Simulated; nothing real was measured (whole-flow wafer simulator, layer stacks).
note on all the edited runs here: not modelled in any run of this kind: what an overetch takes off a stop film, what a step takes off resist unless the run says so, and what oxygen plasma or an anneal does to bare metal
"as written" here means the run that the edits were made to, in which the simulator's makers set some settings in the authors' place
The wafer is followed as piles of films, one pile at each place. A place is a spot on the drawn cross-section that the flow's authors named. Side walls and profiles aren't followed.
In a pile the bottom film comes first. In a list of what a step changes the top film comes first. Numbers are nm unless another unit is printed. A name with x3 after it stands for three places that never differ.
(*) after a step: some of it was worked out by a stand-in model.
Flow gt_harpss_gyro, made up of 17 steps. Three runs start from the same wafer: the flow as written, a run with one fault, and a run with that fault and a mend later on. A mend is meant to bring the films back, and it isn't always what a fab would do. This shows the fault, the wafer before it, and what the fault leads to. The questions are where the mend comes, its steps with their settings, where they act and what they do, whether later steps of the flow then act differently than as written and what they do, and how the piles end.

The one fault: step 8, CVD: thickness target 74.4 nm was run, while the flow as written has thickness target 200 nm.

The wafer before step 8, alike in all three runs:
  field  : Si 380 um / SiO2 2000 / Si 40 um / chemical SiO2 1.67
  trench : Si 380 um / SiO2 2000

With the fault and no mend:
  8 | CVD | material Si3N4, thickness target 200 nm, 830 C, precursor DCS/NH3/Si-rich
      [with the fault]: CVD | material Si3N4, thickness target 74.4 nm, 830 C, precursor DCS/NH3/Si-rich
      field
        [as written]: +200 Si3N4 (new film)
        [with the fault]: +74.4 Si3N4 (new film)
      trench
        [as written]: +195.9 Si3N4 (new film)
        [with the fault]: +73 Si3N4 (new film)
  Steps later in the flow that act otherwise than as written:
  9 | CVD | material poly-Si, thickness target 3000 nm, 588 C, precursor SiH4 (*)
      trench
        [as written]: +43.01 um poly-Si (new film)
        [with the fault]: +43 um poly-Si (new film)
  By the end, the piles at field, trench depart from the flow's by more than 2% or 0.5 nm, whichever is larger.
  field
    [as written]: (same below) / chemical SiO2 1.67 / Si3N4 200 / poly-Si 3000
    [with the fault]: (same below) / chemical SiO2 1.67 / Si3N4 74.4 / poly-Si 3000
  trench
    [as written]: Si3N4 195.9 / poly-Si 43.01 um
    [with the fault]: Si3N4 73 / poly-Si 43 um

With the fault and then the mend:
  The mend follows step 8.
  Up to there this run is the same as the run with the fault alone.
  8a | ETCH | chemistry h3po4, depth target 85.64 nm
      field
        -74.4 Si3N4 (all of it)
      trench
        -73 Si3N4 (all of it)
  8b | CLEAN | chemistry SPM (a further turn of the flow's step 1)
      leaves every film unchanged at each place that is followed
  8c | CVD | material Si3N4, thickness target 200 nm, 830 C, precursor DCS/NH3/Si-rich (a further turn of the flow's step 8)
      field
        +200 Si3N4 (new film)
      trench
        +195.9 Si3N4 (new film)
  None of the later steps of the flow acts differently than as written at any place that is followed.
  At every place that both follow, the piles at the end match the flow's.
